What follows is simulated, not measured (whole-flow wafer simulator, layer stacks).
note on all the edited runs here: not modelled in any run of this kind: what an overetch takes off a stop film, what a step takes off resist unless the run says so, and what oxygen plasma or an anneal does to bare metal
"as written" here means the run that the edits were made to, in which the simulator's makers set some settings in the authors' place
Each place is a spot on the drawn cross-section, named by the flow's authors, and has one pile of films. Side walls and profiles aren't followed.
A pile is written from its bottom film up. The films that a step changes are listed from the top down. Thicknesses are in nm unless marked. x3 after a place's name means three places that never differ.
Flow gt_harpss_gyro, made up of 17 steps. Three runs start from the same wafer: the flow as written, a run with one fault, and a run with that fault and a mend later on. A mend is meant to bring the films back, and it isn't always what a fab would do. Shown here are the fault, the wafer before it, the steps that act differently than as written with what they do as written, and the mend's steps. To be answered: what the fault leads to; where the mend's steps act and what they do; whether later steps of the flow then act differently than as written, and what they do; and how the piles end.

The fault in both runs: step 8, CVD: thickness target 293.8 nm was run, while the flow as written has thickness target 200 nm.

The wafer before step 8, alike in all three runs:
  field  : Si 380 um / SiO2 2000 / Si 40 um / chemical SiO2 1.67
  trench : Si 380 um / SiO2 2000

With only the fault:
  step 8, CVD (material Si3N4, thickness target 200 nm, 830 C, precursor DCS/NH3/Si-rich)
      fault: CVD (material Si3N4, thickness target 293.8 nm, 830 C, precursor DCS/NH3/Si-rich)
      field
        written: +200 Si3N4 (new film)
        fault: +293.8 Si3N4 (new film)
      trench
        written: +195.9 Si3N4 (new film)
        fault: +287.3 Si3N4 (new film)
  Later steps of the flow that are run all act as written at every place that is followed.
  At field, trench, the piles at the end differ from the flow's by more than 2% or 0.5 nm, whichever is larger.
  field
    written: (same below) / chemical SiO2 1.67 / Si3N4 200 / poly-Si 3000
    fault: (same below) / chemical SiO2 1.67 / Si3N4 293.8 / poly-Si 3000
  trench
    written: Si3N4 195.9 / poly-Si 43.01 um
    fault: Si3N4 287.3 / poly-Si 43.01 um

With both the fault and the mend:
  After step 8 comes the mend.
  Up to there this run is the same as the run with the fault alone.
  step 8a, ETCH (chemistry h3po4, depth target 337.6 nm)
      field
        -293.8 Si3N4 (all of it)
      trench
        -287.3 Si3N4 (all of it)
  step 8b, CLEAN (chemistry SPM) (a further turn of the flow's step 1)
      leaves every film unchanged at each place that is followed
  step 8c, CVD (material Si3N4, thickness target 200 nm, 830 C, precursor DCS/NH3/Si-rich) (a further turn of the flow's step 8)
      field
        +200 Si3N4 (new film)
      trench
        +195.9 Si3N4 (new film)
  Later steps of the flow that are run all act as written at every place that is followed.
  At every place that both follow, the piles at the end match the flow's.
